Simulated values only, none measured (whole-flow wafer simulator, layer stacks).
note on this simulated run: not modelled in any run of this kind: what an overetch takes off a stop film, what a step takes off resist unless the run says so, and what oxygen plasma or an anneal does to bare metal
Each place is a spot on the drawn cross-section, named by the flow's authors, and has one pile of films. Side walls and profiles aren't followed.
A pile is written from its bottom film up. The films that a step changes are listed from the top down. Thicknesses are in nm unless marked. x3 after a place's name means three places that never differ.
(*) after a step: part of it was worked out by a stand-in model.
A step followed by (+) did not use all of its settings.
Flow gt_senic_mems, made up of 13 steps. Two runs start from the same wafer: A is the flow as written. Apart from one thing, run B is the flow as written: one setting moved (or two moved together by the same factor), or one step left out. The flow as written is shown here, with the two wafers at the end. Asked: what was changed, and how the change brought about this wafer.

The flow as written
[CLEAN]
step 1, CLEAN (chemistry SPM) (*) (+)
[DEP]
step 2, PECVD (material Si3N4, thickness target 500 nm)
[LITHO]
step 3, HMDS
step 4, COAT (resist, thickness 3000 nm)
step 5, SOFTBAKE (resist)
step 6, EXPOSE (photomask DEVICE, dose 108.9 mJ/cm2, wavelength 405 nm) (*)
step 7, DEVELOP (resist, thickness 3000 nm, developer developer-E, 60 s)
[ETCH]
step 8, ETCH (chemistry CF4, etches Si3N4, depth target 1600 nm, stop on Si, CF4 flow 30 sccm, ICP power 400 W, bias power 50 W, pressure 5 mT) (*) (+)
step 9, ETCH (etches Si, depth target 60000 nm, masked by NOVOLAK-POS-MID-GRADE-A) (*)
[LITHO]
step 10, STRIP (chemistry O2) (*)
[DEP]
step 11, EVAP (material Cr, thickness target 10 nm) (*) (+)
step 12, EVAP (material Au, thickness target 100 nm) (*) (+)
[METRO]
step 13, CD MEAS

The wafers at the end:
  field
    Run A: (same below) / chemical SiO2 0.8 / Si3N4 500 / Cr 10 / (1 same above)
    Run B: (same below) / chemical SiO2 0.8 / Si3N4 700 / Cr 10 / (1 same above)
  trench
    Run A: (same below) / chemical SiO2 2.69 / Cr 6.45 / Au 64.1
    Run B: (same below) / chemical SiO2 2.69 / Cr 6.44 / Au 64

What caused this: step 2, PECVD: thickness target 700 nm was run, though the flow has thickness target 500 nm.
The wafer lets one read it off: field has Si3N4 700, and step 2 as written asks for 500 nm.

Step by step, how the change led to this:
  step 2, PECVD (material Si3N4, thickness target 500 nm)
      field, trench: A +500 Si3N4 (new film) | B +700 Si3N4 (new film)
  step 8, ETCH (chemistry CF4, etches Si3N4, depth target 1600 nm, stop on Si, CF4 flow 30 sccm, ICP power 400 W, bias power 50 W, pressure 5 mT) (*) (+)
      field: A -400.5 resist | B -533.9 resist
      trench: A -500 Si3N4 (all of it), -0.8 chemical SiO2 (all of it) | B -700 Si3N4 (all of it), -0.8 chemical SiO2 (all of it)
  step 10, STRIP (chemistry O2) (*)
      field: A -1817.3 resist (all of it) | B -1684 resist (all of it)
